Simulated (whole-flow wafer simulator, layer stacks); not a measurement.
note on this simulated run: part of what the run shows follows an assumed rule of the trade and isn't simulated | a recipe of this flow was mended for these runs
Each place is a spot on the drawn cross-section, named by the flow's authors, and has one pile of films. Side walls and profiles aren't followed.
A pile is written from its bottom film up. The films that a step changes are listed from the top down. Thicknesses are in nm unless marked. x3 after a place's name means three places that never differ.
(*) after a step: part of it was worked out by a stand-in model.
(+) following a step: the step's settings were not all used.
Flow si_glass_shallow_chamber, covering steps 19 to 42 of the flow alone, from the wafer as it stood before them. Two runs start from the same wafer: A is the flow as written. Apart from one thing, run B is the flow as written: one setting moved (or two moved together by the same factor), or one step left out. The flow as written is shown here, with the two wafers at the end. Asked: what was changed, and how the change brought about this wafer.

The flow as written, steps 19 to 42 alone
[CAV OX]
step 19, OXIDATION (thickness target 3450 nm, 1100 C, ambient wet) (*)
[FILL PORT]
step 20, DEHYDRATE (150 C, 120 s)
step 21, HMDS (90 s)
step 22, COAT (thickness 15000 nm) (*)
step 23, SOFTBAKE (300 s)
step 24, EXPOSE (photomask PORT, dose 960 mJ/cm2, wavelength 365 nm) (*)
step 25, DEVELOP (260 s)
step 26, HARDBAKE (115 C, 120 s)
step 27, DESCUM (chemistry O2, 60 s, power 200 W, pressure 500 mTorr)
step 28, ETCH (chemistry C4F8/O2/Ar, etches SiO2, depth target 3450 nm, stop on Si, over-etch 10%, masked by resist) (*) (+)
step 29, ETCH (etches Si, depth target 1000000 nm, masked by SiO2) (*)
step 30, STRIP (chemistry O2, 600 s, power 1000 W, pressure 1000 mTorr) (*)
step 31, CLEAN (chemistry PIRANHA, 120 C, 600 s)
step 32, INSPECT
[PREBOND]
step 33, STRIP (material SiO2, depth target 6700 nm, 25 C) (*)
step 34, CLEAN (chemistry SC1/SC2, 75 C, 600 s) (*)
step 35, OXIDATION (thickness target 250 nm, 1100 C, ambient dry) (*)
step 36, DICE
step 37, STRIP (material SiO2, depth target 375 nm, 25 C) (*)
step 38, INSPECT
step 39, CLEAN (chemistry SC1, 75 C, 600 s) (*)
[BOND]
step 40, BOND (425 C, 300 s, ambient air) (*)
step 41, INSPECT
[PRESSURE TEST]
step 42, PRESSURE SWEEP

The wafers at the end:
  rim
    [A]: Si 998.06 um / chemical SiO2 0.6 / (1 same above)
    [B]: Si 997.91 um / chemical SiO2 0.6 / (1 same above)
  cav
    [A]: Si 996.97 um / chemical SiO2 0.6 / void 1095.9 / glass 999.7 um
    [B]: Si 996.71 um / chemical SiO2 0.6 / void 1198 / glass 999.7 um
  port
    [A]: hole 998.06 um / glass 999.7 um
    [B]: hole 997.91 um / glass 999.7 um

What caused this: step 19, OXIDATION: thickness target 4032 nm was run, though the flow has thickness target 3450 nm.

The path from the change to this, step by step:
  step 19, OXIDATION (thickness target 3450 nm, 1100 C, ambient wet) (*)
      rim, ramp, septum, ring: A SiO2 gains 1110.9, Si loses 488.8 | B SiO2 gains 1460.9, Si loses 642.8
      cav, port: A SiO2 gains 3450 (new film), chemical SiO2 loses 0.6 (all of it), Si loses 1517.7 | B SiO2 gains 4032 (new film), chemical SiO2 loses 0.6 (all of it), Si loses 1773.8
  step 22, COAT (thickness 15000 nm) (*)
      rim: A thick-i-line-resist gains 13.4 um (new film) | B thick-i-line-resist gains 13.46 um (new film)
      ramp: A thick-i-line-resist gains 12.89 um (new film) | B thick-i-line-resist gains 12.96 um (new film)
      (and at 3 other places as well)
  step 23, SOFTBAKE (300 s)
      rim: A thick-i-line-resist loses 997 | B thick-i-line-resist loses 960.4
      ramp: A thick-i-line-resist loses 487.1 | B thick-i-line-resist loses 467.8
      (and at 4 other places as well)
  step 25, DEVELOP (260 s)
      port: A thick-i-line-resist loses 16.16 um (all of it) | B thick-i-line-resist loses 16.12 um (all of it)
  step 28, ETCH (chemistry C4F8/O2/Ar, etches SiO2, depth target 3450 nm, stop on Si, over-etch 10%, masked by resist) (*) (+)
      port: A SiO2 loses 3450 (all of it), Si loses 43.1 | B SiO2 loses 3795
  step 29, ETCH (etches Si, depth target 1000000 nm, masked by SiO2) (*)
      port: A hole gains 997.05 um (new film), Si loses 997.05 um (all of it) | B hole gains 997.07 um (new film), SiO2 loses 237 (all of it), Si loses 996.83 um (all of it)
      rim, ramp: A thick-i-line-resist loses 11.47 um (all of it), SiO2 loses 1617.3 | B thick-i-line-resist loses 11.56 um (all of it), SiO2 loses 1569.9
      (and at 2 other places as well)
  step 30, STRIP (chemistry O2, 600 s, power 1000 W, pressure 1000 mTorr) (*)
      cav: A thick-i-line-resist loses 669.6 (all of it) | B thick-i-line-resist loses 630.1 (all of it)
  step 33, STRIP (material SiO2, depth target 6700 nm, 25 C) (*)
      rim, ramp: A SiO2 loses 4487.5 (all of it) | B SiO2 loses 4885 (all of it)
      cav: A SiO2 loses 3450 (all of it) | B SiO2 loses 4032 (all of it)
      (and at 2 other places as well)
  step 40, BOND (425 C, 300 s, ambient air) (*)
      cav: A glass gains 999.7 um (new film), void gains 1095.9 (new film) | B glass gains 999.7 um (new film), void gains 1198 (new film)
      port: A glass gains 999.7 um (new film), hole gains 1017.3 | B glass gains 999.7 um (new film), hole gains 839.2
